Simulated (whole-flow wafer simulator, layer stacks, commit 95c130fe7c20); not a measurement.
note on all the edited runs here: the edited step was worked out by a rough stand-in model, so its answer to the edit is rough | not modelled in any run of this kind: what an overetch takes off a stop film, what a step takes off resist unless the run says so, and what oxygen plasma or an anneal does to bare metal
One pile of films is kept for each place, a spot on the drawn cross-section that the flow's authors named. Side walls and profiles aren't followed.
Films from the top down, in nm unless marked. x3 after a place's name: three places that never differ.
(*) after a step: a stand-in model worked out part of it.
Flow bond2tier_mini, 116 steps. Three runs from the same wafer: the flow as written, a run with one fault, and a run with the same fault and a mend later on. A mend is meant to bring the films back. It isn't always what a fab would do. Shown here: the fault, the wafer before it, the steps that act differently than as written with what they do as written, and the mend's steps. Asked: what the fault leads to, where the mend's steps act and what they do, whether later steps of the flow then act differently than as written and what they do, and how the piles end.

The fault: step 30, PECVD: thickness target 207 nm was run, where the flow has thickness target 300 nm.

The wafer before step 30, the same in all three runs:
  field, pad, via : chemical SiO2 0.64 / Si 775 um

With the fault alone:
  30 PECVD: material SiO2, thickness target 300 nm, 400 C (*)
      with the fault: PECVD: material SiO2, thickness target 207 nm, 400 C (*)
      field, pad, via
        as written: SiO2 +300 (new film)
        with the fault: SiO2 +207 (new film)
  No later step of the flow acts differently than as written at any place that is followed.
  At the end the piles differ from the flow's by more than 2% or 0.5 nm, whichever is larger, at field, pad.
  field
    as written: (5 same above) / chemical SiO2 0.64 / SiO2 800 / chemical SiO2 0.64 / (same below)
    with the fault: (5 same above) / chemical SiO2 0.64 / SiO2 707 / chemical SiO2 0.64 / (same below)
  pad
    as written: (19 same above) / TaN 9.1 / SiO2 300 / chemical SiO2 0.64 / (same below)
    with the fault: (19 same above) / TaN 9.1 / SiO2 207 / chemical SiO2 0.64 / (same below)

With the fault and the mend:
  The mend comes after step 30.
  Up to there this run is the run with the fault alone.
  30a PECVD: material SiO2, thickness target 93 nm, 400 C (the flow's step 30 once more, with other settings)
      field, pad, via
        SiO2 +93
  No later step of the flow acts differently than as written at any place that is followed.
  At the end the piles are the same as the flow's at every place that both follow.
